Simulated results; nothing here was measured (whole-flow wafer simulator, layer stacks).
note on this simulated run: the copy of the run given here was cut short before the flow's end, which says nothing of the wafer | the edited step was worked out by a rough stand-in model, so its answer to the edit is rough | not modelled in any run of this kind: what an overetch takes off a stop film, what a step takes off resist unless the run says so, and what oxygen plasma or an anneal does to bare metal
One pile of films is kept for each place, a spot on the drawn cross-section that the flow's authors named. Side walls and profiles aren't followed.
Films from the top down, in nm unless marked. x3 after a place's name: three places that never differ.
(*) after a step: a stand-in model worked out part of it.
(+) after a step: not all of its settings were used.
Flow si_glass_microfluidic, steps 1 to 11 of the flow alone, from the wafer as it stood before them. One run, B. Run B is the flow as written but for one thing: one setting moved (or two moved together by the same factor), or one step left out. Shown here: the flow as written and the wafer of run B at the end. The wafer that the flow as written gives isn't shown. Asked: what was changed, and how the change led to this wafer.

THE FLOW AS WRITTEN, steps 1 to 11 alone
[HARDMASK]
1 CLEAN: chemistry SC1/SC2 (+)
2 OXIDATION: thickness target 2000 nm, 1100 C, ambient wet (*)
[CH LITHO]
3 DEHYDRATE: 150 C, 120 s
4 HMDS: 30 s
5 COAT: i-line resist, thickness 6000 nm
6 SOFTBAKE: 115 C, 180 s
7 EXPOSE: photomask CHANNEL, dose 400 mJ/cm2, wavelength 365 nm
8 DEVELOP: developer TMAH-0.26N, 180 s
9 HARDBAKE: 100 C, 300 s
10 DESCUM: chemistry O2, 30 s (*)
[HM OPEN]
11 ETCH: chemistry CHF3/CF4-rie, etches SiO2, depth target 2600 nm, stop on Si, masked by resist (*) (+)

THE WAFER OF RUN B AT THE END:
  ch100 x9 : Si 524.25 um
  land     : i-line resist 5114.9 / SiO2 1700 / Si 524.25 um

The cause: step 2, OXIDATION: thickness target 1700 nm was run, where the flow has thickness target 2000 nm.
It can be read off the wafer: land has SiO2 1700, and step 2 as written asks for 2000 nm.

How the change led to this, step by step:
  2 OXIDATION: thickness target 2000 nm, 1100 C, ambient wet (*)
      land, ch100 x9: SiO2 +1700 (new film), chemical SiO2 -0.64 (all of it), Si -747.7 (as written it would be: SiO2 +2000 (new film), chemical SiO2 -0.64 (all of it), Si -879.7)
  11 ETCH: chemistry CHF3/CF4-rie, etches SiO2, depth target 2600 nm, stop on Si, masked by resist (*) (+)
      ch100 x9: SiO2 -1700 (all of it) (as written it would be: SiO2 -2000 (all of it))
